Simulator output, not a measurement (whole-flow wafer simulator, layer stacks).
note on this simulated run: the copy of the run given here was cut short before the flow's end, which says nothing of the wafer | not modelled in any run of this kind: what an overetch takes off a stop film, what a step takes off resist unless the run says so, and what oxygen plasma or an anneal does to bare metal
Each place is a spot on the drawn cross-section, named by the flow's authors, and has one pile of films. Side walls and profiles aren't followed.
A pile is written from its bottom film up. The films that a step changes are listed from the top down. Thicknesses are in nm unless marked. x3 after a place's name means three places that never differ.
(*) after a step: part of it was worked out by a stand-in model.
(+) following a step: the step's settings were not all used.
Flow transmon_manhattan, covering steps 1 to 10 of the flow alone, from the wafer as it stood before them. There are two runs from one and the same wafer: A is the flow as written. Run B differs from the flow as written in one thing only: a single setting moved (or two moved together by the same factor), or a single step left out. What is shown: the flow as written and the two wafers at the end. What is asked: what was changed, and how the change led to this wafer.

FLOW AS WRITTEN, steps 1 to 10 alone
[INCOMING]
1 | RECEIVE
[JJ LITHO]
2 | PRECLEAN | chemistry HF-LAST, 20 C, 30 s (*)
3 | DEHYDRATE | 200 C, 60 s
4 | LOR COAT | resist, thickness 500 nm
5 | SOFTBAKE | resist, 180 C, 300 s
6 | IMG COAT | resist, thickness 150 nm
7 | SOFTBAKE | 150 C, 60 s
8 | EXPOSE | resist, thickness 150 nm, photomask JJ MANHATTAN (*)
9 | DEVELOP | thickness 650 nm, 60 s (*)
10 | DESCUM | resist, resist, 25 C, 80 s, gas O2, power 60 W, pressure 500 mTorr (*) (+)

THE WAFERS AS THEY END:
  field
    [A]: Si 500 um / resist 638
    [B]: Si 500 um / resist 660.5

Cause: step 6, IMG COAT: thickness 172.5 nm was run, while the flow as written has thickness 150 nm.

The path from the change to this, step by step:
  6 | IMG COAT | resist, thickness 150 nm
      field, chan_a x2: A +150 resist | B +172.5 resist
  9 | DEVELOP | thickness 650 nm, 60 s (*)
      chan_a x2: A -650 resist (all of it) | B -672.5 resist (all of it)
